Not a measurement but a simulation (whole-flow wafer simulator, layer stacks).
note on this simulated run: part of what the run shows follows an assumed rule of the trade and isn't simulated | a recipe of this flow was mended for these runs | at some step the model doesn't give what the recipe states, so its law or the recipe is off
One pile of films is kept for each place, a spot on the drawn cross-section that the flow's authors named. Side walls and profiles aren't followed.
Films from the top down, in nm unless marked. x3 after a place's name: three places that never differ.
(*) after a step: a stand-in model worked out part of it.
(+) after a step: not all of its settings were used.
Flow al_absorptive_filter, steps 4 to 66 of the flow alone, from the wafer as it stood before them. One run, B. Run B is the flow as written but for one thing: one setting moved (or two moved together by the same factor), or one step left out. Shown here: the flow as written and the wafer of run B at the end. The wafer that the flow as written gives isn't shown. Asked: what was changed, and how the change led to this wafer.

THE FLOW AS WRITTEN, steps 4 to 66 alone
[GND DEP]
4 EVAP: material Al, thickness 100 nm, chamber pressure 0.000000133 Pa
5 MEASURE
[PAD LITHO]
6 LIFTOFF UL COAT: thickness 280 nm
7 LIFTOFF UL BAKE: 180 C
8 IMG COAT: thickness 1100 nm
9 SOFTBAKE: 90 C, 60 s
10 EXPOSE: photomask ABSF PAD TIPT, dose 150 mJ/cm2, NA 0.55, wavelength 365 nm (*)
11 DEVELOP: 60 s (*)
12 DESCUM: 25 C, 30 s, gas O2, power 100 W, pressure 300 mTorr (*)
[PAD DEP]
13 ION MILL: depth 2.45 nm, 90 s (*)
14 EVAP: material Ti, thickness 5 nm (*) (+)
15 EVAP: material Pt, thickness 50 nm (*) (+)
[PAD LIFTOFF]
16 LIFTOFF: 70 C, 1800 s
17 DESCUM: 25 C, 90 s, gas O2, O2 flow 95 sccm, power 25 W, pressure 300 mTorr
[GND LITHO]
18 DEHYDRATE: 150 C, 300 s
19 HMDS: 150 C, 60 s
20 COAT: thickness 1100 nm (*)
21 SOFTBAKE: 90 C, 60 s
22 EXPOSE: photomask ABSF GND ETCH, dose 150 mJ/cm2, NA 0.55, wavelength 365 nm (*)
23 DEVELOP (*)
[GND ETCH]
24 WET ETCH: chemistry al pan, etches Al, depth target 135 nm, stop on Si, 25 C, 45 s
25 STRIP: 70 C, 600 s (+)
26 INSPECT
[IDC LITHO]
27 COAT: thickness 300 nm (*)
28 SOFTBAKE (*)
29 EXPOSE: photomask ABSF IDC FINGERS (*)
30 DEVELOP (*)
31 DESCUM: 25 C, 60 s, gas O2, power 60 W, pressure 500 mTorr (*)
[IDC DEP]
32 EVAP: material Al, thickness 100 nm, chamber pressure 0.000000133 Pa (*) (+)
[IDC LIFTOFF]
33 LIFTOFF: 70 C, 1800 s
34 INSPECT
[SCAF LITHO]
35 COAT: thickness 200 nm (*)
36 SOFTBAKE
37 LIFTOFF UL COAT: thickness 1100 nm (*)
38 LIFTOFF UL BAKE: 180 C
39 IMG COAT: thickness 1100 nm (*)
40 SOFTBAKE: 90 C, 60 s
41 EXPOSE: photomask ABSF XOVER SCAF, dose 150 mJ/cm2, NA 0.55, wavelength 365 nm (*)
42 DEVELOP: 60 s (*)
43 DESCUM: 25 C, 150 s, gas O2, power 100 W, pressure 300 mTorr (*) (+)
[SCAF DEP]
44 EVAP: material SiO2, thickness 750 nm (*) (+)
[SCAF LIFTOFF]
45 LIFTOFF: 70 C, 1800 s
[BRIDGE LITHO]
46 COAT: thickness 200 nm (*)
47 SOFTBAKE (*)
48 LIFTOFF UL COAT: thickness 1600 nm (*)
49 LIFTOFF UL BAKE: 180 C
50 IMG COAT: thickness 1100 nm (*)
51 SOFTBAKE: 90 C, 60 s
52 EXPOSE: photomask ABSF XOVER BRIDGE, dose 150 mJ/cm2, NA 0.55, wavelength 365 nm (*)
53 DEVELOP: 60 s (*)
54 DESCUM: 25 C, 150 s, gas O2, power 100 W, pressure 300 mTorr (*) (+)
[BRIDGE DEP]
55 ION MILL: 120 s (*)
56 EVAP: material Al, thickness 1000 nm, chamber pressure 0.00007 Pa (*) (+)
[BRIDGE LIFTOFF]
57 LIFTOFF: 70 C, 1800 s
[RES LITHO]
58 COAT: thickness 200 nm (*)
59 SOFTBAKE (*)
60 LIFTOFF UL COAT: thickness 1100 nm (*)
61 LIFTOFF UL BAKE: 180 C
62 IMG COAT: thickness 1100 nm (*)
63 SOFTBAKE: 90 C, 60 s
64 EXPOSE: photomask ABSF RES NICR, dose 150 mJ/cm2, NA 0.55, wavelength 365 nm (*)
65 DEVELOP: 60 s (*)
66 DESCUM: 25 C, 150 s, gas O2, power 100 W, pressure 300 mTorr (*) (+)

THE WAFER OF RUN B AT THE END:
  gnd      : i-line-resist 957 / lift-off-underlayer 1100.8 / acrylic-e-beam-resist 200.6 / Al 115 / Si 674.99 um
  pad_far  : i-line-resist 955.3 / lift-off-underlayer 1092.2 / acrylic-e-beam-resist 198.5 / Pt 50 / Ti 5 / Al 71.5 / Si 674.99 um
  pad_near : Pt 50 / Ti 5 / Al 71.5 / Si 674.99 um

The cause: step 4, EVAP: thickness 115 nm was run, where the flow has thickness 100 nm.
It can be read off the wafer: gnd has Al 115, and step 4 as written asks for 100 nm.

How the change led to this, step by step:
  4 EVAP: material Al, thickness 100 nm, chamber pressure 0.000000133 Pa
      gnd, pad_far, pad_near and 11 more: Al +115 (new film) (as written it would be: Al +100 (new film))
  24 WET ETCH: chemistry al pan, etches Al, depth target 135 nm, stop on Si, 25 C, 45 s
      res, xl_gap, idc_field, idc_line, idc_space: Al -101.7 (all of it) (as written it would be: Al -86.7 (all of it))
  27 COAT: thickness 300 nm (*)
      xl_gap: e-beam-resist +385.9 (new film) (as written it would be: e-beam-resist +374.7 (new film))
  33 LIFTOFF: 70 C, 1800 s
      res: Al -100 (all of it), e-beam-resist -347.6 (all of it) (as written it would be: Al -100 (all of it), e-beam-resist -340.6 (all of it))
      xl_gap: Al -100 (all of it), e-beam-resist -376.8 (all of it) (as written it would be: Al -100 (all of it), e-beam-resist -365.7 (all of it))
  35 COAT: thickness 200 nm (*)
      ledge: acrylic-e-beam-resist +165 (new film) (as written it would be: acrylic-e-beam-resist +169.8 (new film))
      xl_gap: acrylic-e-beam-resist +275.5 (new film) (as written it would be: acrylic-e-beam-resist +265.9 (new film))
  43 DESCUM: 25 C, 150 s, gas O2, power 100 W, pressure 300 mTorr (*) (+)
      gnd, pad_far, pad_near and 7 more: i-line-resist -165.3 (as written it would be: i-line-resist -159.6)
      xl_gap: acrylic-e-beam-resist -275.5 (all of it) (as written it would be: acrylic-e-beam-resist -265.9 (all of it))
  45 LIFTOFF: 70 C, 1800 s
      ledge: SiO2 -750 (all of it), i-line-resist -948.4 (all of it), lift-off-underlayer -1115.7 (all of it), acrylic-e-beam-resist -165 (all of it) (as written it would be: SiO2 -750 (all of it), i-line-resist -952.1 (all of it), lift-off-underlayer -1114 (all of it), acrylic-e-beam-resist -169.8 (all of it))
  46 COAT: thickness 200 nm (*)
      ledge: acrylic-e-beam-resist +165 (new film) (as written it would be: acrylic-e-beam-resist +169.8 (new film))
      xl_gap: acrylic-e-beam-resist +104.2 (new film) (as written it would be: acrylic-e-beam-resist +97.9 (new film))
  54 DESCUM: 25 C, 150 s, gas O2, power 100 W, pressure 300 mTorr (*) (+)
      xl_gap: acrylic-e-beam-resist -104.2 (all of it) (as written it would be: acrylic-e-beam-resist -97.9 (all of it))
  57 LIFTOFF: 70 C, 1800 s
      ledge: Al -1000 (all of it), i-line-resist -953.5 (all of it), lift-off-underlayer -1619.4 (all of it), acrylic-e-beam-resist -165 (all of it) (as written it would be: Al -1000 (all of it), i-line-resist -951.7 (all of it), lift-off-underlayer -1617.2 (all of it), acrylic-e-beam-resist -169.8 (all of it))
  58 COAT: thickness 200 nm (*)
      ledge: acrylic-e-beam-resist +165 (new film) (as written it would be: acrylic-e-beam-resist +169.8 (new film))
      xl_gap: acrylic-e-beam-resist +127.2 (new film) (as written it would be: acrylic-e-beam-resist +123.8 (new film))
  66 DESCUM: 25 C, 150 s, gas O2, power 100 W, pressure 300 mTorr (*) (+)
      ledge: acrylic-e-beam-resist -165 (all of it) (as written it would be: acrylic-e-beam-resist -169.8 (all of it))
